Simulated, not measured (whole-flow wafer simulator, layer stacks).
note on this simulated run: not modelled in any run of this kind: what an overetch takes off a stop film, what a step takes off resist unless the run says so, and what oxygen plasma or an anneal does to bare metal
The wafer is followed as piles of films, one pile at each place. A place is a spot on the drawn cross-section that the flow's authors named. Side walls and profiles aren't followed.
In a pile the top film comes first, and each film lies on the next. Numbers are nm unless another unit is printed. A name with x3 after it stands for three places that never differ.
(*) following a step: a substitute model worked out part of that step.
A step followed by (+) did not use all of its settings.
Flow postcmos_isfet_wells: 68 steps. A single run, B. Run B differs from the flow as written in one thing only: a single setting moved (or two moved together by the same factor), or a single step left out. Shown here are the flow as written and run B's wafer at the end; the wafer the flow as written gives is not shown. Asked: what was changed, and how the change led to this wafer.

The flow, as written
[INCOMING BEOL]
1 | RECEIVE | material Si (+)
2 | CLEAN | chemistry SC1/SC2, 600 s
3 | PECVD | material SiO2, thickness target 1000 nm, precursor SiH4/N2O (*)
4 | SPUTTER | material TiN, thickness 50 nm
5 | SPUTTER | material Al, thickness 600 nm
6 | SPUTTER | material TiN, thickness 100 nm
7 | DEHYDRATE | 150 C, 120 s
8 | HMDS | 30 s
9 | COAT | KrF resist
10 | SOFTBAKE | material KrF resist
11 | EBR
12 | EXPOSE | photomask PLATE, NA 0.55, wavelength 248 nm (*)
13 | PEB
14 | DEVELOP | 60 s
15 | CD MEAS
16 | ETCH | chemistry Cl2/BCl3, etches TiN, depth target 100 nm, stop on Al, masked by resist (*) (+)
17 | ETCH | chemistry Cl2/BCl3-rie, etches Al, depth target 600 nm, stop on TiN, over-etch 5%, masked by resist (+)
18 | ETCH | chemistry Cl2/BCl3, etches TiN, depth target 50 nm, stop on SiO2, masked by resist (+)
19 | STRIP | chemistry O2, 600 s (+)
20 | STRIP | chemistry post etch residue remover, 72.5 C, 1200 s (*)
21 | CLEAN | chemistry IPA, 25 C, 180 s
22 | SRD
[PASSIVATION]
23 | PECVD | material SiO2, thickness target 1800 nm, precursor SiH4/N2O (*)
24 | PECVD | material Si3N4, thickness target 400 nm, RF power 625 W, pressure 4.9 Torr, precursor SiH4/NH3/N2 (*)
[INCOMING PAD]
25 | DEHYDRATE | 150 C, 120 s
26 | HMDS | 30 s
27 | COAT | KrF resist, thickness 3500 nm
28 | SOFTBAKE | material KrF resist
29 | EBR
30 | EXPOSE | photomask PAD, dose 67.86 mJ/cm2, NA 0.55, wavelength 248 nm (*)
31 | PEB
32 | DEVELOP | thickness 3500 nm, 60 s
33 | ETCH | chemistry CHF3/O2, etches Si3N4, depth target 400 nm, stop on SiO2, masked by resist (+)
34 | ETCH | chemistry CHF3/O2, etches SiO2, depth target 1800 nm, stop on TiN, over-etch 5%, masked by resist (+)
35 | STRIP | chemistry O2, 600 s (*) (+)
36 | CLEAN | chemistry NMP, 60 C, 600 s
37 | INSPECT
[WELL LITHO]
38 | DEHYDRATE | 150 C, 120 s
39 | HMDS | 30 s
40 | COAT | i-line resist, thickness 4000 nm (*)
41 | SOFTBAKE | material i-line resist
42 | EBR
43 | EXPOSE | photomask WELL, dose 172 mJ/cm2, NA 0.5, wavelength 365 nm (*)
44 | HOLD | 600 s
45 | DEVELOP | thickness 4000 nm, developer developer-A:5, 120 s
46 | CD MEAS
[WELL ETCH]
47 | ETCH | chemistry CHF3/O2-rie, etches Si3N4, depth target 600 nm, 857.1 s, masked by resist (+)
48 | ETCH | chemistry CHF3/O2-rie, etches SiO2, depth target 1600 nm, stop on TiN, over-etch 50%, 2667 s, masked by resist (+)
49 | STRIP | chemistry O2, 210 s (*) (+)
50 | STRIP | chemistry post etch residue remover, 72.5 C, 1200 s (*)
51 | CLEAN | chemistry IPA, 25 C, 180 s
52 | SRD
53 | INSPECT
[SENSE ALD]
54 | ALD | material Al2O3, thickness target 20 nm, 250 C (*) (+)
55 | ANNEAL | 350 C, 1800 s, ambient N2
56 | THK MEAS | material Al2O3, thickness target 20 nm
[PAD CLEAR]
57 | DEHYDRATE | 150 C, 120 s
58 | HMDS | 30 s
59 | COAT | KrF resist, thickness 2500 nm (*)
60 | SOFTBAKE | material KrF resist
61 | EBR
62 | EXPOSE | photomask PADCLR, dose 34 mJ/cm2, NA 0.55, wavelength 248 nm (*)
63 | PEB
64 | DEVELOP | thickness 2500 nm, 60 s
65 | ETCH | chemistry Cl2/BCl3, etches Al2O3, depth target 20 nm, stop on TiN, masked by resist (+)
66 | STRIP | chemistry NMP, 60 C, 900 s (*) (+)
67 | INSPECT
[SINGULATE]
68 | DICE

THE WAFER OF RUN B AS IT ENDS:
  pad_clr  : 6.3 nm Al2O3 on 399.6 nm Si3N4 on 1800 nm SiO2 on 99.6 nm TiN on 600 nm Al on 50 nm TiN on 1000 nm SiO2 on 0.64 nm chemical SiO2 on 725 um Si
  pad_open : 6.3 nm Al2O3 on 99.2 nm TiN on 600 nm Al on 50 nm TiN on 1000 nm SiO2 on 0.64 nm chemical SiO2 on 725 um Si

Cause: step 65, ETCH: depth target 13.7 nm was run, while the flow as written has depth target 20 nm.

Step by step, how the change led to this:
  65 | ETCH | chemistry Cl2/BCl3, etches Al2O3, depth target 20 nm, stop on TiN, masked by resist (+)
      pad_clr, pad_open: Al2O3 loses 13.7 (it would be, as written: Al2O3 loses 20 (all of it))
      field, margin, pad_rim: KrF resist loses 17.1 (it would be, as written: KrF resist loses 25)
